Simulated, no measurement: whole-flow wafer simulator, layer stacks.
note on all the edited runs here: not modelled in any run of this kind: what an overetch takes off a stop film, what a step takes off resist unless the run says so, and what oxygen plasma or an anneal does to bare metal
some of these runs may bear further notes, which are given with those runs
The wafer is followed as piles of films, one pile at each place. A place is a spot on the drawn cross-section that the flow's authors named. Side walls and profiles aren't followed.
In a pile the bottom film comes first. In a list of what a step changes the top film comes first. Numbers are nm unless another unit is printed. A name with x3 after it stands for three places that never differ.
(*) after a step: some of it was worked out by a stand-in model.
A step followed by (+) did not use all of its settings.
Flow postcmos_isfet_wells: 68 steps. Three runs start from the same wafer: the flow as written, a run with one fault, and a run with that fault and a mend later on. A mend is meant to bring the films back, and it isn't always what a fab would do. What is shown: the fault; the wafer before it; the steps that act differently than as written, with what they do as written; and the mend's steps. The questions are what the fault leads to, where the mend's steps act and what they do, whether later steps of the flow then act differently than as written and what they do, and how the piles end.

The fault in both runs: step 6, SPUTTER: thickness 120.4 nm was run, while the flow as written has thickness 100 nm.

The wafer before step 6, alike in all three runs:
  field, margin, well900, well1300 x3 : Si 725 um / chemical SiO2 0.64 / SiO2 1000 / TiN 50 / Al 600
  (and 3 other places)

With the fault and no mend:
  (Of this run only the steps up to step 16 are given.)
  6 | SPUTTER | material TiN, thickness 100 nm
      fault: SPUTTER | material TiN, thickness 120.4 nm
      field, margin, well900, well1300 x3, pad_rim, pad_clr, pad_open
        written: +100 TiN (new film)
        fault: +120.4 TiN (new film)
  Later steps of the flow acting differently than as written:
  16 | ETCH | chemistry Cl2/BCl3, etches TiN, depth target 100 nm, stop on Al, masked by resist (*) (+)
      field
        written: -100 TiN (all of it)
        fault: -100 TiN
  After step 16, at field, margin, well900, well1300 x3, pad_rim, pad_clr, pad_open, the piles differ from the flow's by more than 2% or 0.5 nm, whichever is larger.
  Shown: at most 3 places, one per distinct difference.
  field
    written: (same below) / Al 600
    fault: (same below) / Al 600 / TiN 20.4
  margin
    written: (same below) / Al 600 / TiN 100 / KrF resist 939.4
    fault: (same below) / Al 600 / TiN 120.4 / KrF resist 939.4

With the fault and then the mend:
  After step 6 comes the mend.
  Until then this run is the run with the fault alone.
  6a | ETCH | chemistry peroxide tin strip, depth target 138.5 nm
      field, margin, well900, well1300 x3, pad_rim, pad_clr, pad_open
        -120.4 TiN (all of it)
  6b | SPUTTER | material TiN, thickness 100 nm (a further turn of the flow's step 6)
      field, margin, well900, well1300 x3, pad_rim, pad_clr, pad_open
        +100 TiN (new film)
  None of the later steps of the flow acts differently than as written at any place that is followed.
  The piles end the same as the flow's at every place that both follow.
